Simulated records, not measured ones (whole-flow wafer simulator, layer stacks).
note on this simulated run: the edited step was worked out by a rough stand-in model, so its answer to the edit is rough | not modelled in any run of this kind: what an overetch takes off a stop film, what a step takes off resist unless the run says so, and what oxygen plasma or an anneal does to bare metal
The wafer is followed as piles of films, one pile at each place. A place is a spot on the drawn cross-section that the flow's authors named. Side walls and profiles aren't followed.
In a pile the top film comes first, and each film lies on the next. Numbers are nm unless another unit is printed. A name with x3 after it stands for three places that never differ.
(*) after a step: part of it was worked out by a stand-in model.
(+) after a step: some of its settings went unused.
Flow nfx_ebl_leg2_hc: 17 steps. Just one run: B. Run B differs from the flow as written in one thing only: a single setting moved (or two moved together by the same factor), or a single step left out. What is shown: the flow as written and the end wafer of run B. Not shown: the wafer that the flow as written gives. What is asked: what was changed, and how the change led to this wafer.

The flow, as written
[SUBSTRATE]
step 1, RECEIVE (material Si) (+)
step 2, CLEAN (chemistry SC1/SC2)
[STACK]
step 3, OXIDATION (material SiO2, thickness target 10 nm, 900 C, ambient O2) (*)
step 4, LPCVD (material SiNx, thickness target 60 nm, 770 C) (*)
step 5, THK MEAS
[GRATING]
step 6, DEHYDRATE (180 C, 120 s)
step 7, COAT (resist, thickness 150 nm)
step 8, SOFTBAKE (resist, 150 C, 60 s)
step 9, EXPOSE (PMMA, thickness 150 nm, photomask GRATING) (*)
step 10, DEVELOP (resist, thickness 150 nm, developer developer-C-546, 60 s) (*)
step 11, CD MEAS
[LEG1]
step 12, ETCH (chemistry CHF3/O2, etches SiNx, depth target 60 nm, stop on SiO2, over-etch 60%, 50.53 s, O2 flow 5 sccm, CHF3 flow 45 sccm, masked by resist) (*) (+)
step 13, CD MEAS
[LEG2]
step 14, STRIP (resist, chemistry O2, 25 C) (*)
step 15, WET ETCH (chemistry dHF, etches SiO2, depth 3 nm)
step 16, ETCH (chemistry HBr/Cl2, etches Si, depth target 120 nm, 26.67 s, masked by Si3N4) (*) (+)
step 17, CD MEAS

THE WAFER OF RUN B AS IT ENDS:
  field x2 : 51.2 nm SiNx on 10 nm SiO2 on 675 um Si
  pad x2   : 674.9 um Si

What caused this: step 16, ETCH: depth target 92.5 nm was run, whereas the flow has depth target 120 nm; step 16, ETCH: 20.56 s was run, where the flow has 26.67 s.

Step by step, how the change led to this:
  step 16, ETCH (chemistry HBr/Cl2, etches Si, depth target 120 nm, 26.67 s, masked by Si3N4) (*) (+)
      field x2: -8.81 SiNx (in the flow as written it would be: -11.4 SiNx)
      pad x2: -92.5 Si (in the flow as written it would be: -120 Si)
